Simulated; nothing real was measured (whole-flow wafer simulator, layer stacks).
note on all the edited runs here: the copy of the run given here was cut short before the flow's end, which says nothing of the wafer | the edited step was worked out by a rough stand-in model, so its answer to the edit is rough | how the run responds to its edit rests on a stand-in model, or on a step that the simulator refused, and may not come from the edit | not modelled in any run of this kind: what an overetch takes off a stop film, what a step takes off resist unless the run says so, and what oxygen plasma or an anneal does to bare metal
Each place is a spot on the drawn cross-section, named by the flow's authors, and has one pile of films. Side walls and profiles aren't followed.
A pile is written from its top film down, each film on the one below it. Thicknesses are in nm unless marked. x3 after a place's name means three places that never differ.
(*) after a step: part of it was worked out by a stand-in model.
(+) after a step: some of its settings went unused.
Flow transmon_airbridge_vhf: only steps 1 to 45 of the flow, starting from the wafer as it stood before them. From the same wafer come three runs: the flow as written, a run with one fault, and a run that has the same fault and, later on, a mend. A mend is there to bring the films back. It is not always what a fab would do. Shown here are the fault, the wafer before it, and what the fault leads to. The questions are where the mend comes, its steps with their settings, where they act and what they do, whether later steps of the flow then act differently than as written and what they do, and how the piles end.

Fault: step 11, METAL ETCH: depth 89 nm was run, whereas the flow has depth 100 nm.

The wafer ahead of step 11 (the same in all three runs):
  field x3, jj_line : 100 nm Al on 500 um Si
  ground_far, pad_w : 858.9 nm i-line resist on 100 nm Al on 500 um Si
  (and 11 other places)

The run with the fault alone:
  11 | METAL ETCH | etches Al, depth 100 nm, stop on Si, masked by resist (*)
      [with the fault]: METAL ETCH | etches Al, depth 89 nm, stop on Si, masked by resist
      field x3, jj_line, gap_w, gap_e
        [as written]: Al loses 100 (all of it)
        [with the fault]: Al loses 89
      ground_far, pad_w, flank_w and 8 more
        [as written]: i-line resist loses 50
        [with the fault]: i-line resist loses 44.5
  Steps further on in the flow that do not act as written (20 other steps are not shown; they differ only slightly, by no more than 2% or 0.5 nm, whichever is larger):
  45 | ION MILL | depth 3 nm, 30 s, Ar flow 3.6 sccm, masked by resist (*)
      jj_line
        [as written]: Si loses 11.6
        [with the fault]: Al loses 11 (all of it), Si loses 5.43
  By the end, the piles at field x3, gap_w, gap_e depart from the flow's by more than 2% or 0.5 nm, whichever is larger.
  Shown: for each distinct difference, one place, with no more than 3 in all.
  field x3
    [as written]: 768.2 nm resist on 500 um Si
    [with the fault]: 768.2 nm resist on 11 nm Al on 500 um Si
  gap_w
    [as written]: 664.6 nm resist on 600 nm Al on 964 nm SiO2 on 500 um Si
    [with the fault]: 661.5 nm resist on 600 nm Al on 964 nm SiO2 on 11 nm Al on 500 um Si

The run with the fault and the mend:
  The mend stands after step 12.
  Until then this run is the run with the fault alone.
  12a | COAT | i-line resist, thickness 900 nm (*) (the flow's step 6 again)
      field x3, jj_line, trace_open_s x2, margin_s, bridge_strip, margin_n
        i-line resist gains 900 (new film)
      pad_w, pad_e
        i-line resist gains 889.1 (new film)
      flank_w, flank_e
        i-line resist gains 879.1 (new film)
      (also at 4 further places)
  12b | SOFTBAKE | i-line resist, 90 C, 90 s (the flow's step 7 again)
      pad_w, pad_e
        i-line resist loses 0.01
      flank_w, flank_e
        i-line resist loses 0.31
      gap_w, gap_e
        i-line resist gains 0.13
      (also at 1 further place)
  12c | EXPOSE | i-line resist, thickness 900 nm, photomask AB CPW, dose 155.4 mJ/cm2, NA 0.45, wavelength 365 nm (*) (the flow's step 8 again)
      does not change any film at any place that is followed
  12d | PEB | i-line resist, 110 C, 60 s (the flow's step 9 again)
      field x3, jj_line, trace_open_s x2, margin_s, bridge_strip, margin_n
        i-line resist loses 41
      pad_w, pad_e
        i-line resist loses 40.5
      flank_w, flank_e
        i-line resist loses 40.1
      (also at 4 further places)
  12e | DEVELOP | i-line resist, thickness 900 nm, developer developer-B, 60 s (the flow's step 10 again)
      trace_open_s x2, margin_s, bridge_strip, margin_n
        i-line resist loses 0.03
      field x3, jj_line
        i-line resist loses 859 (all of it)
      gap_w, gap_e
        i-line resist loses 905.4 (all of it)
  12f | METAL ETCH | etches Al, depth 11 nm, stop on Si, masked by resist (*) (the flow's step 11 again, with other settings)
      ground_far, pad_w, flank_w and 8 more
        i-line resist loses 5.5
      field x3, jj_line, gap_w, gap_e
        Al loses 11 (all of it)
  12g | STRIP | i-line resist, 80 C, 600 s (*) (+) (the flow's step 12 again)
      trace_open_s x2, margin_s, bridge_strip, margin_n
        i-line resist loses 853.4 (all of it)
      pad_w, pad_e
        i-line resist loses 843 (all of it)
      flank_w, flank_e
        i-line resist loses 833.2 (all of it)
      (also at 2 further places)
  Later steps of the flow that are run all act as written at every place that is followed.
  By the end, the piles equal the flow's at every place that both follow.
